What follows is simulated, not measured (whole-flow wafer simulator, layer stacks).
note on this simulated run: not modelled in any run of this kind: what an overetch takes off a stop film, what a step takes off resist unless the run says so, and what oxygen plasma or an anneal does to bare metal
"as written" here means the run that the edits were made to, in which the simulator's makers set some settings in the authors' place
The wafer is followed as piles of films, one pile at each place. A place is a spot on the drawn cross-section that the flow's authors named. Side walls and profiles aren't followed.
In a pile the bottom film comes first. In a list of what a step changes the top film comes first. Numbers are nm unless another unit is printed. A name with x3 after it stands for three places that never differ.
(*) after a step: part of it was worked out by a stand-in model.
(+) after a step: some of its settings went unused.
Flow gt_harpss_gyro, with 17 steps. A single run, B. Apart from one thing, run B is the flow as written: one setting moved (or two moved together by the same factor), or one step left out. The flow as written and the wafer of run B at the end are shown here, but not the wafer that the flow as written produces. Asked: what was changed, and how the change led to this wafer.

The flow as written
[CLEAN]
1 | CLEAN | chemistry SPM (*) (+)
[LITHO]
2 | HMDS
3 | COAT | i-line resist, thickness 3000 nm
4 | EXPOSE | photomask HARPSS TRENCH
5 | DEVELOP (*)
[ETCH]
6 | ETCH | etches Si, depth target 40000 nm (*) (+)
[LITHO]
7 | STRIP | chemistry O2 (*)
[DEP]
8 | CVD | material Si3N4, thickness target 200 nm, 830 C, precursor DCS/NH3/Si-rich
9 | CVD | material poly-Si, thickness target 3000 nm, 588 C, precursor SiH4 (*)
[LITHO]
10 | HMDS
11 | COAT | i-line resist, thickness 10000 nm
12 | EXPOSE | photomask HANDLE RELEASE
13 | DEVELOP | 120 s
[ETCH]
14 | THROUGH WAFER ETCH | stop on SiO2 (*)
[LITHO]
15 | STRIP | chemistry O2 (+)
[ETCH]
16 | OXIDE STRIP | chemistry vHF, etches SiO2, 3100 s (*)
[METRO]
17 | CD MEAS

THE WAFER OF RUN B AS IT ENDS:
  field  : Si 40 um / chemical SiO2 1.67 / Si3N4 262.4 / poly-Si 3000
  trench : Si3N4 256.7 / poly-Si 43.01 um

The reason: step 8, CVD: thickness target 262.4 nm was run, though the flow has thickness target 200 nm.
The wafer lets one read it off: field has Si3N4 262.4, and step 8 as written asks for 200 nm.

Step by step, how the change led to this:
  8 | CVD | material Si3N4, thickness target 200 nm, 830 C, precursor DCS/NH3/Si-rich
      field: Si3N4 gains 262.4 (new film) (it would be, as written: Si3N4 gains 200 (new film))
      trench: Si3N4 gains 256.7 (new film) (it would be, as written: Si3N4 gains 195.9 (new film))
